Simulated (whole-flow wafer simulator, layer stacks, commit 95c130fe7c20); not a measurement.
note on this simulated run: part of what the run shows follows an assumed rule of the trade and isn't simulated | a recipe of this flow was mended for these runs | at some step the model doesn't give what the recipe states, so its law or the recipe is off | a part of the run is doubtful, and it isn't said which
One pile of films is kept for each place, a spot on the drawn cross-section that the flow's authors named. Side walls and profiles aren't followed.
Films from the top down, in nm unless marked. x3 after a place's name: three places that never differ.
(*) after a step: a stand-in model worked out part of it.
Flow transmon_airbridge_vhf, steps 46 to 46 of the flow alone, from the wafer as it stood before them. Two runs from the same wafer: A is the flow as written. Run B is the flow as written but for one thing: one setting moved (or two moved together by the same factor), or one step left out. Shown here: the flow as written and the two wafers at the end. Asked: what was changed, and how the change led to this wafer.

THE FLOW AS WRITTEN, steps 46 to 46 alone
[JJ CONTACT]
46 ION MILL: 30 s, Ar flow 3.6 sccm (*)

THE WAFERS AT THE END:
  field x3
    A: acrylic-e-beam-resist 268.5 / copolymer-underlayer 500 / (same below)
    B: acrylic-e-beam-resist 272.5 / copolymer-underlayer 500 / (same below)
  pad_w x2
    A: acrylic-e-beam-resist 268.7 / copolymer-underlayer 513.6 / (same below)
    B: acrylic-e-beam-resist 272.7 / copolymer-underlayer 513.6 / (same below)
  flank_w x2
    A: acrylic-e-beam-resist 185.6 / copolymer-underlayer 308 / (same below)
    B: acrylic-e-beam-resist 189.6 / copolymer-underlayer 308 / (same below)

The cause: step 46, ION MILL: 22.8 s was run, where the flow has 30 s.

How the change led to this, step by step:
  46 ION MILL: 30 s, Ar flow 3.6 sccm (*)
      field x3, ground_far x3, pad_w x2, flank_w x2, gap_w x2, cpw_trace, margin_s x2, bridge_strip: A acrylic-e-beam-resist -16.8 | B acrylic-e-beam-resist -12.8
      jj_line: A Si -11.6 | B Si -8.84
